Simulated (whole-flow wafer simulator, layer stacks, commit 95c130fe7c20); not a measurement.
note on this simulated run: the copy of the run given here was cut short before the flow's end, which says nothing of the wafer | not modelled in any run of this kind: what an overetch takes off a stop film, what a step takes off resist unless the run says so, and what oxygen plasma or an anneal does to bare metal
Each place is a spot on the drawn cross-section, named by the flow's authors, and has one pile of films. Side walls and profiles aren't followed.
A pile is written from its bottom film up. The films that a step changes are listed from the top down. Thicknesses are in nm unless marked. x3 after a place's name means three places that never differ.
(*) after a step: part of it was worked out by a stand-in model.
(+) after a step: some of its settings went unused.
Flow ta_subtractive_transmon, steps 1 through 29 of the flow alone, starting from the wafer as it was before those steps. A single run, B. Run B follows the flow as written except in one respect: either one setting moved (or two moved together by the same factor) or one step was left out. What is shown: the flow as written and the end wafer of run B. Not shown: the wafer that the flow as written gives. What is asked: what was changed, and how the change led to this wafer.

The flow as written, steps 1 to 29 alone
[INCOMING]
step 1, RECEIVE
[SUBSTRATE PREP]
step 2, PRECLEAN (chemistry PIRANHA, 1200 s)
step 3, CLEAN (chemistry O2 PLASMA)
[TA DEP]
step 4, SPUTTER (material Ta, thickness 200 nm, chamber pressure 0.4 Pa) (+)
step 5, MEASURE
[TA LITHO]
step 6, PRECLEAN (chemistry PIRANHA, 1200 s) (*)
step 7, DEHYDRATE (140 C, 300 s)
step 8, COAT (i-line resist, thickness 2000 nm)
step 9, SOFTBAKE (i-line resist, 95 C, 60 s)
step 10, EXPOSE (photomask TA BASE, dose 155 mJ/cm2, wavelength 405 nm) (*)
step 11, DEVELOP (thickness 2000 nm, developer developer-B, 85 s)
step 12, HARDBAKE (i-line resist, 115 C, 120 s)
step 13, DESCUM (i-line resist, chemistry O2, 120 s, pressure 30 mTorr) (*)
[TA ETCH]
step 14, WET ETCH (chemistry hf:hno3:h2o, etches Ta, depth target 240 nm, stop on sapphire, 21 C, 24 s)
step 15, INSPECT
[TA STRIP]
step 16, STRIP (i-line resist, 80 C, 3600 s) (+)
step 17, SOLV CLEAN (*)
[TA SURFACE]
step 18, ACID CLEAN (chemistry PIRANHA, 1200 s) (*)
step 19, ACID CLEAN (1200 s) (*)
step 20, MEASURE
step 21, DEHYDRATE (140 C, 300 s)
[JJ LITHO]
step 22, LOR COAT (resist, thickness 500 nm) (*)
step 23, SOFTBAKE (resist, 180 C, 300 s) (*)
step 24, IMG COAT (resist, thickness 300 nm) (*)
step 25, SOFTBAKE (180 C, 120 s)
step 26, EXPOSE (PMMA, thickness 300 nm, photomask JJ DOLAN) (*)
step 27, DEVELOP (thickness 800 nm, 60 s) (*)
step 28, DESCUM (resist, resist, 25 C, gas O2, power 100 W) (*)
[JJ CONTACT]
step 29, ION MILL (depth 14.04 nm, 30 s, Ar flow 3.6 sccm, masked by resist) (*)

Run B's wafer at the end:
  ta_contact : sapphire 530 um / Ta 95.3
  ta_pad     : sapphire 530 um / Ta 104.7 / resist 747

The reason: step 4, SPUTTER: thickness 105 nm was run, whereas the flow has thickness 200 nm.

How this came from the change, step by step:
  step 4, SPUTTER (material Ta, thickness 200 nm, chamber pressure 0.4 Pa) (+)
      field x2, jj_line, lead, ta_contact, ta_pad: +105 Ta (new film) (as written it would have been: +200 Ta (new film))
  step 14, WET ETCH (chemistry hf:hno3:h2o, etches Ta, depth target 240 nm, stop on sapphire, 21 C, 24 s)
      field x2, jj_line, lead: -105 Ta (all of it) (as written it would have been: -200 Ta (all of it))
  step 22, LOR COAT (resist, thickness 500 nm) (*)
      lead: +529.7 resist (new film) (as written it would have been: +554.8 resist (new film))
      ta_contact: +469.2 resist (new film) (as written it would have been: +443.8 resist (new film))
  step 24, IMG COAT (resist, thickness 300 nm) (*)
      ta_contact: +293.6 resist (as written it would have been: +287.4 resist)
      ta_pad: +290 resist (as written it would have been: +281.3 resist)
  step 27, DEVELOP (thickness 800 nm, 60 s) (*)
      lead: -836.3 resist (all of it) (as written it would have been: -867.4 resist (all of it))
      ta_contact: -762.8 resist (all of it) (as written it would have been: -731.2 resist (all of it))
